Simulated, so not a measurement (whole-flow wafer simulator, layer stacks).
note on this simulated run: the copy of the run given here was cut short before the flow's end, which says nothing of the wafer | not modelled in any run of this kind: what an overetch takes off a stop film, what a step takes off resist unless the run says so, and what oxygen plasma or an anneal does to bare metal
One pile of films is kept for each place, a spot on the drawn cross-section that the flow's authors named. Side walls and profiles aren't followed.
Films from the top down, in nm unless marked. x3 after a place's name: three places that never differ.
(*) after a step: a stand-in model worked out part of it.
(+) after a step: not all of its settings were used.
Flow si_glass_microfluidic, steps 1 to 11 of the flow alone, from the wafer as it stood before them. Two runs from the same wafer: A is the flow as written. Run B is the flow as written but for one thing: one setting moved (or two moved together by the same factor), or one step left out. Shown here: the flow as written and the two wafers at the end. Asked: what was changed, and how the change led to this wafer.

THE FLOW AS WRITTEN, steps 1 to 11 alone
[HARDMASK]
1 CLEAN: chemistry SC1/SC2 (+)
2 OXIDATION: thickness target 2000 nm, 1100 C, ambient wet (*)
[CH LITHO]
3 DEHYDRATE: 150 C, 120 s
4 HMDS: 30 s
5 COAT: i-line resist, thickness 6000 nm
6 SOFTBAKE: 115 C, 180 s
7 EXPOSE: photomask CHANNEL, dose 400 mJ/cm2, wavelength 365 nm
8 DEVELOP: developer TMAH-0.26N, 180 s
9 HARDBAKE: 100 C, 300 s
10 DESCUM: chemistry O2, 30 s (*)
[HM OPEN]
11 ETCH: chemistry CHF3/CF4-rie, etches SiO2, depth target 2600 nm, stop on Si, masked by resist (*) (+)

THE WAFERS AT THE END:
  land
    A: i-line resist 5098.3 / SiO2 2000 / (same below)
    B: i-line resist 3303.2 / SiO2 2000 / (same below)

The cause: step 5, COAT: thickness 4200 nm was run, where the flow has thickness 6000 nm.

How the change led to this, step by step:
  5 COAT: i-line resist, thickness 6000 nm
      land, ch100 x9: A i-line resist +6000 (new film) | B i-line resist +4200 (new film)
  8 DEVELOP: developer TMAH-0.26N, 180 s
      ch100 x9: A i-line resist -6000 (all of it) | B i-line resist -4200 (all of it)
  9 HARDBAKE: 100 C, 300 s
      land: A i-line resist -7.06 | B i-line resist -2.09
